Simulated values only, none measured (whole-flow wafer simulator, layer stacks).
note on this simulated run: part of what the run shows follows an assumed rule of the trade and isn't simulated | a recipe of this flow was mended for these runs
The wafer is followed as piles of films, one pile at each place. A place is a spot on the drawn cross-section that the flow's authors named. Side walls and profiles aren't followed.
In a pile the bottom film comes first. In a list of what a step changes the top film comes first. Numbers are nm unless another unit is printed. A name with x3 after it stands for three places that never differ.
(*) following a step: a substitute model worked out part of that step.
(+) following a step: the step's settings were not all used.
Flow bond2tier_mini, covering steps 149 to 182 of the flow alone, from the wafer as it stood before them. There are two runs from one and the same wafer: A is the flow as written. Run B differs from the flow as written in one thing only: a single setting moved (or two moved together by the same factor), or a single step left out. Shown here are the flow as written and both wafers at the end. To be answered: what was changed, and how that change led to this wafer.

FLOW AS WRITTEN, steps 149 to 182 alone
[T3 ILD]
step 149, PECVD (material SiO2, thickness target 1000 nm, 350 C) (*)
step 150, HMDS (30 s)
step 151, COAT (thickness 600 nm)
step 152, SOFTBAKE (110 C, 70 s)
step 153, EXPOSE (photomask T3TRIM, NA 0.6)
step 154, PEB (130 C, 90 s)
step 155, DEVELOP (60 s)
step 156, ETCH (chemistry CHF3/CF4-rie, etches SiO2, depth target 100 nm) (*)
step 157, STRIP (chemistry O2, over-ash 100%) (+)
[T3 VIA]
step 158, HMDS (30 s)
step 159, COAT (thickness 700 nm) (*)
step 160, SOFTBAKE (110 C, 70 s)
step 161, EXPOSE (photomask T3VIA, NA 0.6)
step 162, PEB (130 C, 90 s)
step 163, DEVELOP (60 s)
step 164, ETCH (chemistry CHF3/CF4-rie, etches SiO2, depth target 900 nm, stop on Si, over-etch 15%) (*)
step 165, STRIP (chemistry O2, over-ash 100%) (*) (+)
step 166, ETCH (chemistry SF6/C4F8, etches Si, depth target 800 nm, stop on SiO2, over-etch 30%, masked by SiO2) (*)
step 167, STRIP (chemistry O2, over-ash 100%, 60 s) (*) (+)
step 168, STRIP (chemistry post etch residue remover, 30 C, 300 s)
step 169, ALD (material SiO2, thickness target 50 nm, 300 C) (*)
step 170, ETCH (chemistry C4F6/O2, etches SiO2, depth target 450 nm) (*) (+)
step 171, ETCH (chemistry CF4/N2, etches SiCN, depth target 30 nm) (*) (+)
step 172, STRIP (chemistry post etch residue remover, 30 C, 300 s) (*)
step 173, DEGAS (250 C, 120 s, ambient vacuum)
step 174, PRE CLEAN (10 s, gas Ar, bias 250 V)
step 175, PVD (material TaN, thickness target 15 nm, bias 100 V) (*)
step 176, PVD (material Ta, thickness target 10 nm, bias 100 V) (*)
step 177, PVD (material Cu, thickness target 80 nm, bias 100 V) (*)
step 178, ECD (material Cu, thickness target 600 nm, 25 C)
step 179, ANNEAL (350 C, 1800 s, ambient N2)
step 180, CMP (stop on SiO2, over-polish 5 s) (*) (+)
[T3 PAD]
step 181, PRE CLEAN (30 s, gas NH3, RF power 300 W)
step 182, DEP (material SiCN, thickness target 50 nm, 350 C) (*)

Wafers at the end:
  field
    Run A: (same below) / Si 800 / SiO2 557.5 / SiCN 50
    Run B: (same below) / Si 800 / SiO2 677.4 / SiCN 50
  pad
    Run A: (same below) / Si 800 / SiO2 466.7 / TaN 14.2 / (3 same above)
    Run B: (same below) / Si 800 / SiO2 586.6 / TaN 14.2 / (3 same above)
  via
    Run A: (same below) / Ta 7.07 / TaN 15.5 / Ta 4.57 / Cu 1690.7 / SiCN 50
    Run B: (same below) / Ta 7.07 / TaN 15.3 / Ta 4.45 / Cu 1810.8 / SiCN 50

What caused this: step 149, PECVD: thickness target 1120 nm was run, though the flow has thickness target 1000 nm.

Step by step, how the change led to this:
  step 149, PECVD (material SiO2, thickness target 1000 nm, 350 C) (*)
      field, pad, via: A SiO2 gains 1000 (new film) | B SiO2 gains 1120 (new film)
  step 164, ETCH (chemistry CHF3/CF4-rie, etches SiO2, depth target 900 nm, stop on Si, over-etch 15%) (*)
      via: A SiO2 loses 900 (all of it), Si loses 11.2 | B SiO2 loses 1020 (all of it), Si loses 1.25
  step 177, PVD (material Cu, thickness target 80 nm, bias 100 V) (*)
      via: A Cu gains 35 (new film) | B Cu gains 34 (new film)
  step 178, ECD (material Cu, thickness target 600 nm, 25 C)
      via: A Cu gains 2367 | B Cu gains 2488.2
